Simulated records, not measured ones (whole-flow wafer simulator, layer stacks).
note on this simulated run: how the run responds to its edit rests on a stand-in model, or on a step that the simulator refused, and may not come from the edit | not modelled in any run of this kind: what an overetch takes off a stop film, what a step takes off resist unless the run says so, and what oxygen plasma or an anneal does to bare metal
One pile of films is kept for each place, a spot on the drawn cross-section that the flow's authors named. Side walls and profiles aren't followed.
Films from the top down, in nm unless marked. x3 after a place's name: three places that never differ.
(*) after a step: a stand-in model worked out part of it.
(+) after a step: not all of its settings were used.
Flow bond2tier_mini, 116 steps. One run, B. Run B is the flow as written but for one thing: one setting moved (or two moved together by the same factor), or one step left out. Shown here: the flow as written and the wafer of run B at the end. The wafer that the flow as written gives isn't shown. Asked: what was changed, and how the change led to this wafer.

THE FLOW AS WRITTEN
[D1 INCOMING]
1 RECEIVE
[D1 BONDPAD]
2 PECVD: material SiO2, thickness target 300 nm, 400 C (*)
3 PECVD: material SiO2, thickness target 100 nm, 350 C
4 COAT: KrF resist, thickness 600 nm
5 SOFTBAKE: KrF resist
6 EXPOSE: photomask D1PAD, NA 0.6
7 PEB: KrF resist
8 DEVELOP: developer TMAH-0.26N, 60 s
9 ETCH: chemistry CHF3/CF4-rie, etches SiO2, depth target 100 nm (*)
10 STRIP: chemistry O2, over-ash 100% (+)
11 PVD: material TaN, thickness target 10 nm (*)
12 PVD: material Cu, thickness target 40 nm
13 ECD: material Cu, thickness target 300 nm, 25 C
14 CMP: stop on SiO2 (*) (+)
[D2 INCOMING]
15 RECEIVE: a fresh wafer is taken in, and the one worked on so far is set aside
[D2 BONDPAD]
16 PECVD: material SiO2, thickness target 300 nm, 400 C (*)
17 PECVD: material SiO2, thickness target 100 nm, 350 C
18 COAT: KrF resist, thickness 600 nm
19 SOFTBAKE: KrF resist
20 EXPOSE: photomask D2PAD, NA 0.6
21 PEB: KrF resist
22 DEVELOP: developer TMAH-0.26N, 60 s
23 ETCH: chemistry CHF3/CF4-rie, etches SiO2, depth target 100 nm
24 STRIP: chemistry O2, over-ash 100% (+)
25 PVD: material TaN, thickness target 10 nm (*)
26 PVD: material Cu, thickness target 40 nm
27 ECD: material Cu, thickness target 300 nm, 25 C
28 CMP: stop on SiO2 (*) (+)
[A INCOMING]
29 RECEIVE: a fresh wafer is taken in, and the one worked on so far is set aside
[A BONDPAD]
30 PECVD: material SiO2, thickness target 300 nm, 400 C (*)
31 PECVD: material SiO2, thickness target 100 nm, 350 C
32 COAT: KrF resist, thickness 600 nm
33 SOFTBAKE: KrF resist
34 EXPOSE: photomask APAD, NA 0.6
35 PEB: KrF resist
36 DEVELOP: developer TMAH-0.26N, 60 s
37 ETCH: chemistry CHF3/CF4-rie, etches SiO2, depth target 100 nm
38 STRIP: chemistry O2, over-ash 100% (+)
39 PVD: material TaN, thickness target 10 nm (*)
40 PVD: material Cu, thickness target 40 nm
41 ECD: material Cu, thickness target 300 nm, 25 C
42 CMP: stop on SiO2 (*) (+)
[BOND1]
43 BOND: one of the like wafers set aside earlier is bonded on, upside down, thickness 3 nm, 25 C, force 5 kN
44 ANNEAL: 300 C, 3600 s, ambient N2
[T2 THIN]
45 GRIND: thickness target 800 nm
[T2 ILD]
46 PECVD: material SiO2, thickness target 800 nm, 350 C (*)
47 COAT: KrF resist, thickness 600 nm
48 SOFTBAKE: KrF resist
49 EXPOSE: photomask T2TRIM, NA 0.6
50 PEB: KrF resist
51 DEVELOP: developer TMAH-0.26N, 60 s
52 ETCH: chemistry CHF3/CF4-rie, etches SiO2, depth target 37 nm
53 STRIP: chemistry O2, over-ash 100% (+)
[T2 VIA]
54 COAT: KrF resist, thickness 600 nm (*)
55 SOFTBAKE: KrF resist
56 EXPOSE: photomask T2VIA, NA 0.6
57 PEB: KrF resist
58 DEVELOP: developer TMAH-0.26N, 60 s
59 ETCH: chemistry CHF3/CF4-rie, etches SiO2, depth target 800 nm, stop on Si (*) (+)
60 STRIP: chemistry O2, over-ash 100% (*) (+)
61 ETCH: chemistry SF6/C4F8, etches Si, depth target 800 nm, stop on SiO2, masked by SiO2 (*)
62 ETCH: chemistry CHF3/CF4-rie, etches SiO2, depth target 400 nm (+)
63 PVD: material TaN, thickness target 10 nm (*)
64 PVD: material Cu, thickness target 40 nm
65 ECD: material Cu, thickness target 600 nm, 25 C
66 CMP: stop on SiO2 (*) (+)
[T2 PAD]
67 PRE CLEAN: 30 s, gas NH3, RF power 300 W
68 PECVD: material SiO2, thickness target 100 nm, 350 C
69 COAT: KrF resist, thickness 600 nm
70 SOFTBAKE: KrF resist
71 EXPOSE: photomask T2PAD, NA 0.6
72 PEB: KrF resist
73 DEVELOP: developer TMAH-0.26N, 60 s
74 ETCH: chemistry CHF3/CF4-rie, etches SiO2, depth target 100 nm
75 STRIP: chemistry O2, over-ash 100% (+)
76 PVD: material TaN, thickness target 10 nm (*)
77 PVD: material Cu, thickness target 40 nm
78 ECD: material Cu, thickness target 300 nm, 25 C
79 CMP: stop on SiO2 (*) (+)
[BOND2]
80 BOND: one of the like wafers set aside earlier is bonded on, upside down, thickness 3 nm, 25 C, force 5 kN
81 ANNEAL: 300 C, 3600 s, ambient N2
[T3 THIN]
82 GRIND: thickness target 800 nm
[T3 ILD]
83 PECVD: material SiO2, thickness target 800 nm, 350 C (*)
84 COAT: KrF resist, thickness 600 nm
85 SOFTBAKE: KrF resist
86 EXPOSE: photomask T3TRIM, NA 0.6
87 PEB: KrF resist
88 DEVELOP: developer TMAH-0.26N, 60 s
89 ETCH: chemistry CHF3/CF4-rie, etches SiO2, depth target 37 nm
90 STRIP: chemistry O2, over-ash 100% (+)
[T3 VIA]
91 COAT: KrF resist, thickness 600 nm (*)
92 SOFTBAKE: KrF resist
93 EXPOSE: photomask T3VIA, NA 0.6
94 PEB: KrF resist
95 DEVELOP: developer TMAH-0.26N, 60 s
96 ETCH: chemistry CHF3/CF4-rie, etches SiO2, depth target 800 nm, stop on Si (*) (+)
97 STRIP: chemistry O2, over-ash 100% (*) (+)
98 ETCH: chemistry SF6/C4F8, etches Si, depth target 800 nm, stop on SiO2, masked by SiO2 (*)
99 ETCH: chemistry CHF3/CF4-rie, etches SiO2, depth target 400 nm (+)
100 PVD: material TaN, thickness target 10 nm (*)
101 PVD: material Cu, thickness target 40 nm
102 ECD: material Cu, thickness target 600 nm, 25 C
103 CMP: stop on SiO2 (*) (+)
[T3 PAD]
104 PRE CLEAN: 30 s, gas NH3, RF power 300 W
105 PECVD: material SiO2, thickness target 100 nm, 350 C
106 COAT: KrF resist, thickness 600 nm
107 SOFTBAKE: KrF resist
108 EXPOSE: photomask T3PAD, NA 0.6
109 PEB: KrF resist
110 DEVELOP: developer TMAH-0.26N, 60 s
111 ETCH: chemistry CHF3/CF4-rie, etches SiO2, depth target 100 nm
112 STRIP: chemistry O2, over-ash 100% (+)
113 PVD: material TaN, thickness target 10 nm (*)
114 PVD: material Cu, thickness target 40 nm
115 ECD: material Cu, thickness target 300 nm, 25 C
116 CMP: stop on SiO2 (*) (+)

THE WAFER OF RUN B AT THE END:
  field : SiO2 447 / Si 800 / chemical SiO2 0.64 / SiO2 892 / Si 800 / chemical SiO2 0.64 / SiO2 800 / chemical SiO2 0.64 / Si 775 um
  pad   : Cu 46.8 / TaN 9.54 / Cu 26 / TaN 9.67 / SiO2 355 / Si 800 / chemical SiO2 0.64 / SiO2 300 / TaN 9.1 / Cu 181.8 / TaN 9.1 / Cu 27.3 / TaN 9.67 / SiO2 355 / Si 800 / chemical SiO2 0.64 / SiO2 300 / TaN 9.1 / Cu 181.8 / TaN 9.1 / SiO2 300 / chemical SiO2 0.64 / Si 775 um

The cause: step 105, PECVD: thickness target 55 nm was run, where the flow has thickness target 100 nm.

How the change led to this, step by step:
  105 PECVD: material SiO2, thickness target 100 nm, 350 C
      field: SiO2 +55 (as written it would be: SiO2 +100)
      pad: SiO2 +55 (new film) (as written it would be: SiO2 +100 (new film))
  111 ETCH: chemistry CHF3/CF4-rie, etches SiO2, depth target 100 nm
      pad: SiO2 -55 (all of it), Cu -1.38 (as written it would be: SiO2 -100 (all of it))
      field: KrF resist -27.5 (as written it would be: KrF resist -33.3)
  114 PVD: material Cu, thickness target 40 nm
      pad: Cu +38 (new film) (as written it would be: Cu +36.4 (new film))
  115 ECD: material Cu, thickness target 300 nm, 25 C
      pad: Cu +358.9 (as written it would be: Cu +404.5)
